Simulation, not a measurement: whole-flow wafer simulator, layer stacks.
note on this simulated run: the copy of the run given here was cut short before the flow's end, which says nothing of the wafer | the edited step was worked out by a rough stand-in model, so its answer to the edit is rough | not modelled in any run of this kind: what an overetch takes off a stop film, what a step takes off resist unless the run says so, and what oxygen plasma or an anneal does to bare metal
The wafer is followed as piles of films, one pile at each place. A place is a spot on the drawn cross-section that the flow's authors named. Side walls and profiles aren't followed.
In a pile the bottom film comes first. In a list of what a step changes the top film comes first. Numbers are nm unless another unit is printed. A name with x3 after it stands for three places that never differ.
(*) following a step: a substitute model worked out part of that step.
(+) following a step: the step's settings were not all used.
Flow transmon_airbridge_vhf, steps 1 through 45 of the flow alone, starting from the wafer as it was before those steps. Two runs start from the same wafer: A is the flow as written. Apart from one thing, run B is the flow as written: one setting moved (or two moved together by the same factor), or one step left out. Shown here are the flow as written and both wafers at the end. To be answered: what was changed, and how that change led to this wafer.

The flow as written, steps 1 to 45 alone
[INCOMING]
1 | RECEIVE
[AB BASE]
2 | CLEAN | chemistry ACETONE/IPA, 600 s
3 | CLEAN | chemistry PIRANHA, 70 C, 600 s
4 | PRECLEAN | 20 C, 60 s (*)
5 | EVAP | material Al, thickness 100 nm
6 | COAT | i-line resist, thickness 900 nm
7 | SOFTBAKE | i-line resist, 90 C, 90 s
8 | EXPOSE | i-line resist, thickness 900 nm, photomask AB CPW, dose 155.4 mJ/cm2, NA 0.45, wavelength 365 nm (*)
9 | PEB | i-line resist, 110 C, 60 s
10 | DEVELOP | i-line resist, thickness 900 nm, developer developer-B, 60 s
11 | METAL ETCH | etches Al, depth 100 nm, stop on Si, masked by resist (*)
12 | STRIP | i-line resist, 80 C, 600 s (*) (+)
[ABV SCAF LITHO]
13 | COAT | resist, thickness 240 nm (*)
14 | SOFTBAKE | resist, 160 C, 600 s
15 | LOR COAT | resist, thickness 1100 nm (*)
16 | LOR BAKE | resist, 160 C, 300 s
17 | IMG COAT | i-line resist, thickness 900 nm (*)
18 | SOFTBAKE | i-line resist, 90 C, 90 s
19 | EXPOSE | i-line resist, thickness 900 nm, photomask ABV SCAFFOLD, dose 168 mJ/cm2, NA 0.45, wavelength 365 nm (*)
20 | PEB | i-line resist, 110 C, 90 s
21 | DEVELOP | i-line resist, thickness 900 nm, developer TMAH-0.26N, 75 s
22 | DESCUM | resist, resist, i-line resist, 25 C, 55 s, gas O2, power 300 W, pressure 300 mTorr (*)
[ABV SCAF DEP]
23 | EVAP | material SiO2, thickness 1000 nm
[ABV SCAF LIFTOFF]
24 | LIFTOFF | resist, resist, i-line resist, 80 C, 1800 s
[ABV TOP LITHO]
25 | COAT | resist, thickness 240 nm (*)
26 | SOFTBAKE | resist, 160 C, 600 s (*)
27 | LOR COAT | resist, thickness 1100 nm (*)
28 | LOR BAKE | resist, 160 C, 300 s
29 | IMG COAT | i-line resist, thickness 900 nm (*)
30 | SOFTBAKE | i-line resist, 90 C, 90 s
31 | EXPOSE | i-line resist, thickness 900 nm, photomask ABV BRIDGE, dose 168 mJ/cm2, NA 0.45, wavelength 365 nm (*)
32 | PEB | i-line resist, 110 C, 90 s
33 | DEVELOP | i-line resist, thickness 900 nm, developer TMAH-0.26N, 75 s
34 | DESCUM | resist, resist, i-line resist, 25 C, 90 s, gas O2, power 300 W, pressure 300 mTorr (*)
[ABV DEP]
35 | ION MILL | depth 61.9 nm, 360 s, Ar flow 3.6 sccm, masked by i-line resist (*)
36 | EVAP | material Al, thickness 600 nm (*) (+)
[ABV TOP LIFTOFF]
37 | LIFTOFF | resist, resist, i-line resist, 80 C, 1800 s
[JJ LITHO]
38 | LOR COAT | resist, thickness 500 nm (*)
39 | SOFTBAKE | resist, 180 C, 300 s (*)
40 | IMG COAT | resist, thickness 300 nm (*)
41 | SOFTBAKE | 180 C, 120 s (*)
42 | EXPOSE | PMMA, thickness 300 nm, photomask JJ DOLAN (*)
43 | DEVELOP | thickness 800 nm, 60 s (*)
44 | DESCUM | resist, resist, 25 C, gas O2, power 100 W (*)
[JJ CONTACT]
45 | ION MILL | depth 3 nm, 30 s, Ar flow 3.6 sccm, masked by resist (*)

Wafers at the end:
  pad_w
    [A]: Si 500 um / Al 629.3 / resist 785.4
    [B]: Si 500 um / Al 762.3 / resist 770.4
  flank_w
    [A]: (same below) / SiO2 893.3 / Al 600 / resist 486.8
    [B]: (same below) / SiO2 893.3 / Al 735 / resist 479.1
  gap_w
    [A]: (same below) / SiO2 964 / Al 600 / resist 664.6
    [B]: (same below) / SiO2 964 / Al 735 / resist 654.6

The reason: step 36, EVAP: thickness 735 nm was run, though the flow has thickness 600 nm.
The wafer itself shows it: flank_w has Al 735, and step 36 as written asks for 600 nm.

How this came from the change, step by step:
  36 | EVAP | material Al, thickness 600 nm (*) (+)
      field x3, jj_line, ground_far and 10 more: A Al gains 600 (new film) | B Al gains 735 (new film)
      pad_w, pad_e: A Al gains 591.2 | B Al gains 724.3
  37 | LIFTOFF | resist, resist, i-line resist, 80 C, 1800 s
      field x3, jj_line, trace_open_s x2: A Al loses 600 (all of it), i-line resist loses 600 (all of it), resist loses 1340 (all of it) | B Al loses 735 (all of it), i-line resist loses 600 (all of it), resist loses 1340 (all of it)
      margin_s, margin_n: A Al loses 600 (all of it), i-line resist loses 318.3 (all of it), resist loses 992 (all of it) | B Al loses 735 (all of it), i-line resist loses 318.3 (all of it), resist loses 992 (all of it)
      (and at 1 other place as well)
  38 | LOR COAT | resist, thickness 500 nm (*)
      margin_s, margin_n: A resist gains 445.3 (new film) | B resist gains 455.5 (new film)
      bridge_strip: A resist gains 356.4 (new film) | B resist gains 344.1 (new film)
  40 | IMG COAT | resist, thickness 300 nm (*)
      flank_w, flank_e: A resist gains 212.1 | B resist gains 207.7
      bridge_strip: A resist gains 197.1 | B resist gains 189.1
